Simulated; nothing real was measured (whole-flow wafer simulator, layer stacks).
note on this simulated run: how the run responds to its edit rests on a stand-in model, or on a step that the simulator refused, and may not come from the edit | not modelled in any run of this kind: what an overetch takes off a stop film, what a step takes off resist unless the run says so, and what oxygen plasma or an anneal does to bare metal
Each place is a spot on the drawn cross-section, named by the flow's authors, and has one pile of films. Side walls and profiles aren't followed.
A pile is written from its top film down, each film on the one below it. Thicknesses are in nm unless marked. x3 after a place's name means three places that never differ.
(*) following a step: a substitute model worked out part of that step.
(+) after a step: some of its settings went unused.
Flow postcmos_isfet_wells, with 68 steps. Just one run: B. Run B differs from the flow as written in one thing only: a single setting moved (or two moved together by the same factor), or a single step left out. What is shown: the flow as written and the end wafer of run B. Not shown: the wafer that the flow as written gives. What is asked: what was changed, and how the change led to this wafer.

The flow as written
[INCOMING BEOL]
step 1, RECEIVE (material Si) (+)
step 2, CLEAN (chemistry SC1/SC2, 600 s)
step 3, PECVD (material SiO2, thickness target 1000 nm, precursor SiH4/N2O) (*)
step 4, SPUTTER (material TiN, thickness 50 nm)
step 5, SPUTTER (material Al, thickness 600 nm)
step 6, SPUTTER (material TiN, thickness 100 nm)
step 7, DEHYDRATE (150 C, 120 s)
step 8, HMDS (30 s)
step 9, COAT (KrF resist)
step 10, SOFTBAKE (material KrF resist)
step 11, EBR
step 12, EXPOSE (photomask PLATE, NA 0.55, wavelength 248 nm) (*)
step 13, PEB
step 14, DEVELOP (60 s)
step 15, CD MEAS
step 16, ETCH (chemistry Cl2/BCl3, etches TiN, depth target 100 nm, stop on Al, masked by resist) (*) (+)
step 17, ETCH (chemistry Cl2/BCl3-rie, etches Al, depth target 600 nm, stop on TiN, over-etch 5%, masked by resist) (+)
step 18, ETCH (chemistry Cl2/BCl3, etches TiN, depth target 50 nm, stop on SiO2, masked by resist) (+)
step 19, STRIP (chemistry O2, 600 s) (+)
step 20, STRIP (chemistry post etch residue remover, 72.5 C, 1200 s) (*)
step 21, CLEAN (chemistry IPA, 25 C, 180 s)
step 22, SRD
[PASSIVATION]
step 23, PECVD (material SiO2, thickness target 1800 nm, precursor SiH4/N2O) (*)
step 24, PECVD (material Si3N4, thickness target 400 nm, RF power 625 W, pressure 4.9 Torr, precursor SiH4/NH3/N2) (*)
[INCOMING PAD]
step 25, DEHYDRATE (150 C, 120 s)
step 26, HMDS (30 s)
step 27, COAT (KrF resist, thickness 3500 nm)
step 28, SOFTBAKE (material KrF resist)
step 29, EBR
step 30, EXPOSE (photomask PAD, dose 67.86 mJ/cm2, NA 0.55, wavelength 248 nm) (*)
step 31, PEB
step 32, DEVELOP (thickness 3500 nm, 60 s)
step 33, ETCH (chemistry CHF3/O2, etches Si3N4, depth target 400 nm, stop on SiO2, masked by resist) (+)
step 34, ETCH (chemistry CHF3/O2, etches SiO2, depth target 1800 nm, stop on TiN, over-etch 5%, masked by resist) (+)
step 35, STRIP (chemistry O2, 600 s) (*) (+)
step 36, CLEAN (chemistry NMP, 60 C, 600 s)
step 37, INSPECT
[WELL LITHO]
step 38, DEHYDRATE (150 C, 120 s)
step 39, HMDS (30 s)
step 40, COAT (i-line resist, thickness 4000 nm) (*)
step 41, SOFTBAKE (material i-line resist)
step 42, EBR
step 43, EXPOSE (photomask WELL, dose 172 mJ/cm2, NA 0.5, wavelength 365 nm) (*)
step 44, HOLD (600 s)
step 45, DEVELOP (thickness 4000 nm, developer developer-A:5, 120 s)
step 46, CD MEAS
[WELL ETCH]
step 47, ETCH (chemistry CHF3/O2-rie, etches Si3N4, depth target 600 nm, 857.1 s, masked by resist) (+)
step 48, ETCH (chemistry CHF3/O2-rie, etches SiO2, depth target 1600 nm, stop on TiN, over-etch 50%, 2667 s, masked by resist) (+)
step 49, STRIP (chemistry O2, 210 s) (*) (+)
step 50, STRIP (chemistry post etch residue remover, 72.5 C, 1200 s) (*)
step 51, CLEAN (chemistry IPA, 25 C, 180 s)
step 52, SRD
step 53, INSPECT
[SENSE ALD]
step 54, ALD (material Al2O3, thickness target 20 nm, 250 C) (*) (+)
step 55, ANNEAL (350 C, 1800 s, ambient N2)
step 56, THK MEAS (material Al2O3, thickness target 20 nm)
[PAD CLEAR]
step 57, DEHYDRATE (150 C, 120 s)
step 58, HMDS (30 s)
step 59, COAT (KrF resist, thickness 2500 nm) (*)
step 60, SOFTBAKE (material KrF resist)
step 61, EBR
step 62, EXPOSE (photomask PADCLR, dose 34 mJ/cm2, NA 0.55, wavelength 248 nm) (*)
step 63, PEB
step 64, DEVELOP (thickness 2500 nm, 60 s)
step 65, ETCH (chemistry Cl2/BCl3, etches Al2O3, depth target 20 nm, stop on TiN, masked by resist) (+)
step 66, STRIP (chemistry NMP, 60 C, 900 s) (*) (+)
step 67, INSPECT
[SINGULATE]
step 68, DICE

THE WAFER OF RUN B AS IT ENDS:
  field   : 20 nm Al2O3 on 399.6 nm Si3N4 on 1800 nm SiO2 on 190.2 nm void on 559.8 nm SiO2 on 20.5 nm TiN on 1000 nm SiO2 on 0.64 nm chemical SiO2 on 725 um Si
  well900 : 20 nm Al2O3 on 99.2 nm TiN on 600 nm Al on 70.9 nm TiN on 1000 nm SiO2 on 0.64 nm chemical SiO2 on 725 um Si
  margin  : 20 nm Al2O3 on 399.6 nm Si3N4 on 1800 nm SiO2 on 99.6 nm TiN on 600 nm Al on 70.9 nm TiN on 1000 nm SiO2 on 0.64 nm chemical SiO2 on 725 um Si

What caused this: step 4, SPUTTER: thickness 70.9 nm was run, whereas the flow has thickness 50 nm.
One can read it off the wafer: well900 has TiN 70.9, and step 4 as written asks for 50 nm.

The path from the change to this, step by step:
  step 4, SPUTTER (material TiN, thickness 50 nm)
      field, margin, well900, well1300 x3, pad_rim, pad_clr, pad_open: TiN gains 70.9 (new film) (as written it would have been: TiN gains 50 (new film))
  step 18, ETCH (chemistry Cl2/BCl3, etches TiN, depth target 50 nm, stop on SiO2, masked by resist) (+)
      field: TiN loses 50 (as written it would have been: TiN loses 50 (all of it))
  step 23, PECVD (material SiO2, thickness target 1800 nm, precursor SiH4/N2O) (*)
      field: SiO2 gains 1800 (new film), void gains 190.2 (new film), SiO2 gains 559.8 (new film) (as written it would have been: SiO2 gains 1800 (new film), void gains 189.9 (new film), SiO2 gains 559.7)
If metal films that touch count as one body, field has 1 body; the flow as written gives 0 bodies.
